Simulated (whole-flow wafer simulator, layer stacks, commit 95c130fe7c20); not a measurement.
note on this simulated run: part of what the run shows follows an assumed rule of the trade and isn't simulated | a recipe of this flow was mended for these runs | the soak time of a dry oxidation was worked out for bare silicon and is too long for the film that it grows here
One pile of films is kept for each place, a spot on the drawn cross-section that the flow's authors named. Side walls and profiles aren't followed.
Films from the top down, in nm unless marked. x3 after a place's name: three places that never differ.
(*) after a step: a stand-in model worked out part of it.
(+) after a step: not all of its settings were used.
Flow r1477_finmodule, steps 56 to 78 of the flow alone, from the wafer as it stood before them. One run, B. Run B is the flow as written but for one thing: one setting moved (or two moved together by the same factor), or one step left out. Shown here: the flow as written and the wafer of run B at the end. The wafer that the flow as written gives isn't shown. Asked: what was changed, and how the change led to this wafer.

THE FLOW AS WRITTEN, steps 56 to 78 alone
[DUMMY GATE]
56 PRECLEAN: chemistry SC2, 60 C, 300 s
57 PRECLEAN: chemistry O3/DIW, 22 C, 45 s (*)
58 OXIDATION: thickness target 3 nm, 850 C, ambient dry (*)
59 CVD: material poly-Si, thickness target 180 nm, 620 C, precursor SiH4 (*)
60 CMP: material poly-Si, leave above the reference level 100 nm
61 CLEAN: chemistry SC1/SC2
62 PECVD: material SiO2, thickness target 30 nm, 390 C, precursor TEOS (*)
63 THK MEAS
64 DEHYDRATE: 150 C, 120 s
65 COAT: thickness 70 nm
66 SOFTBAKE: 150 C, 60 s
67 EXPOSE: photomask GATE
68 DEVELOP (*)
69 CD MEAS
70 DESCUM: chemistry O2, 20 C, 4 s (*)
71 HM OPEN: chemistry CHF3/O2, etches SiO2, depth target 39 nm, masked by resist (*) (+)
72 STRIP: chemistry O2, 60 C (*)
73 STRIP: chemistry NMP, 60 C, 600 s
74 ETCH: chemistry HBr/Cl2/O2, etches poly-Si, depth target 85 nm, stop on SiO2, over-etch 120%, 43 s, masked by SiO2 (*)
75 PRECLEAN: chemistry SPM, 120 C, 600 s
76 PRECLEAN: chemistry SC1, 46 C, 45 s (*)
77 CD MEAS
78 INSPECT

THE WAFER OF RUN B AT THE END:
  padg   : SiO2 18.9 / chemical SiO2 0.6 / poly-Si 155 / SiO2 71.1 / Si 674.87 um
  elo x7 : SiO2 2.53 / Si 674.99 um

The cause: step 62, PECVD: thickness target 26.4 nm was run, where the flow has thickness target 30 nm.

How the change led to this, step by step:
  62 PECVD: material SiO2, thickness target 30 nm, 390 C, precursor TEOS (*)
      pad, padg, elg x7 and 27 more: SiO2 +26.4 (new film) (as written it would be: SiO2 +30 (new film))
  71 HM OPEN: chemistry CHF3/O2, etches SiO2, depth target 39 nm, masked by resist (*) (+)
      pad, elo x7, eso x6, e200so, s40co x3: SiO2 -26.4 (all of it), chemical SiO2 -0.6 (all of it), poly-Si -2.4 (as written it would be: SiO2 -30 (all of it), chemical SiO2 -0.6 (all of it), poly-Si -1.68)
